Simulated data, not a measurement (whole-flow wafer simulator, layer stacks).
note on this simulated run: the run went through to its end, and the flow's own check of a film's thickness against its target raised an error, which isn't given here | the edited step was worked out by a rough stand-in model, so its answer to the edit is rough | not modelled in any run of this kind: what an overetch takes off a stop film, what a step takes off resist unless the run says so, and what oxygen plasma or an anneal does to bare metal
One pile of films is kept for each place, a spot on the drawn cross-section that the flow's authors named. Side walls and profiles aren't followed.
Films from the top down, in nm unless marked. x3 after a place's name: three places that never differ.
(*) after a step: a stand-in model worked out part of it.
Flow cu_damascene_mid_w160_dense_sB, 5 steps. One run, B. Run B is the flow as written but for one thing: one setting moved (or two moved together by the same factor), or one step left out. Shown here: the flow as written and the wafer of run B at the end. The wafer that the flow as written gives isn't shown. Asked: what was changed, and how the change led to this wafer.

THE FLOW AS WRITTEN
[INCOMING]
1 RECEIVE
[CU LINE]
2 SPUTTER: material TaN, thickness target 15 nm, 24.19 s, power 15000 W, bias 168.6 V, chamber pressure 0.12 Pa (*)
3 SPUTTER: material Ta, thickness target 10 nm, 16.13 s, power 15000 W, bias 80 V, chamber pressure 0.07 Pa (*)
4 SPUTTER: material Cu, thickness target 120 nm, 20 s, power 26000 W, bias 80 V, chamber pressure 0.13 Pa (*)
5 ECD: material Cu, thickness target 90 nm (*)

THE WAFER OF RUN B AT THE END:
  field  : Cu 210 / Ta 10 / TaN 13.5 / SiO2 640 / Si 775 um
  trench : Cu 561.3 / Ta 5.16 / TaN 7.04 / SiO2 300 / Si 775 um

The cause: step 2, SPUTTER: thickness target 13.5 nm was run, where the flow has thickness target 15 nm; step 2, SPUTTER: 21.77 s was run, where the flow has 24.19 s.
It can be read off the wafer: field has TaN 13.5, and step 2 as written asks for 15 nm.

How the change led to this, step by step:
  2 SPUTTER: material TaN, thickness target 15 nm, 24.19 s, power 15000 W, bias 168.6 V, chamber pressure 0.12 Pa (*)
      field: TaN +13.5 (new film) (as written it would be: TaN +15 (new film))
      trench: TaN +7.04 (new film) (as written it would be: TaN +7.82 (new film))
